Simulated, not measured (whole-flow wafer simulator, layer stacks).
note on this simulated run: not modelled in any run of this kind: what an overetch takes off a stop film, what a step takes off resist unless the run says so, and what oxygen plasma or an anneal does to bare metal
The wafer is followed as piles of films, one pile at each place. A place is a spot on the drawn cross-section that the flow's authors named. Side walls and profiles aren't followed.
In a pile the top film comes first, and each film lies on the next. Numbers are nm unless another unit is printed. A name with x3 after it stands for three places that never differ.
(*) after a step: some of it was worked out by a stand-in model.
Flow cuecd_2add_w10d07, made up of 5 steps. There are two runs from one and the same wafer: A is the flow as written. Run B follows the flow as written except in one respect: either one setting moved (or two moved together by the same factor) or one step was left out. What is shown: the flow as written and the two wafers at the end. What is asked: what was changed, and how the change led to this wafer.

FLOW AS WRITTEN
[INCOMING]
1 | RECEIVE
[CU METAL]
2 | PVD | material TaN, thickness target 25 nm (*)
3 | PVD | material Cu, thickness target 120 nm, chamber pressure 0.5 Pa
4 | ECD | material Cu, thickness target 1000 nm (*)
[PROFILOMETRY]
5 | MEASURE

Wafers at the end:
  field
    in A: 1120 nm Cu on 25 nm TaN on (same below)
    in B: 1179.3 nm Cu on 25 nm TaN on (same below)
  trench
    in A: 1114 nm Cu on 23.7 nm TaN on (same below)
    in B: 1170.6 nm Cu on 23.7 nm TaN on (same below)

What caused this: step 3, PVD: thickness target 179.3 nm was run, whereas the flow has thickness target 120 nm.

The path from the change to this, step by step:
  3 | PVD | material Cu, thickness target 120 nm, chamber pressure 0.5 Pa
      field: A +120 Cu (new film) | B +179.3 Cu (new film)
      trench: A +114 Cu (new film) | B +170.6 Cu (new film)
